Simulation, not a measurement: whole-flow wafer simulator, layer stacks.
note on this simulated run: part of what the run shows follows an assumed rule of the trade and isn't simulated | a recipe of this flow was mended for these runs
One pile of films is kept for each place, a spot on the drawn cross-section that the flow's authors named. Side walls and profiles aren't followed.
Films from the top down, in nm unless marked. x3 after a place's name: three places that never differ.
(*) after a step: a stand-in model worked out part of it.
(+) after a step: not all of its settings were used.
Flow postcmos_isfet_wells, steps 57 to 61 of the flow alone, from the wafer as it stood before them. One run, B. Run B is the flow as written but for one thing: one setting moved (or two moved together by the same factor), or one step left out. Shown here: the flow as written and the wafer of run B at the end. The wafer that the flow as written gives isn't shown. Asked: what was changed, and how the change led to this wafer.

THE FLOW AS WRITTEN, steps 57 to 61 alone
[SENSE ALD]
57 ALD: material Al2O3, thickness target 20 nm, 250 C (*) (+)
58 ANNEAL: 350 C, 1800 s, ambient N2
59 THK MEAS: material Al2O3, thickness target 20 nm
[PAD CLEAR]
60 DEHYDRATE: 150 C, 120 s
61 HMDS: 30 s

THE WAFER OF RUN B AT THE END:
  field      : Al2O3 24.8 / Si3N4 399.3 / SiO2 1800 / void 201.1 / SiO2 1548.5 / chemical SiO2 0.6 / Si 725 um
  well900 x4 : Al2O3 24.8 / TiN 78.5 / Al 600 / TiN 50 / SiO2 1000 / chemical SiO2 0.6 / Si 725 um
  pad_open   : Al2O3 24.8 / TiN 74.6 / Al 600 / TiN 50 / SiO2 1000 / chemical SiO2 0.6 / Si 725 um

The cause: step 57, ALD: thickness target 24.8 nm was run, where the flow has thickness target 20 nm.
It can be read off the wafer: field has Al2O3 24.8, and step 57 as written asks for 20 nm.

How the change led to this, step by step:
  57 ALD: material Al2O3, thickness target 20 nm, 250 C (*) (+)
      field, margin x3, well900 x4, pad_open: Al2O3 +24.8 (new film) (as written it would be: Al2O3 +20 (new film))
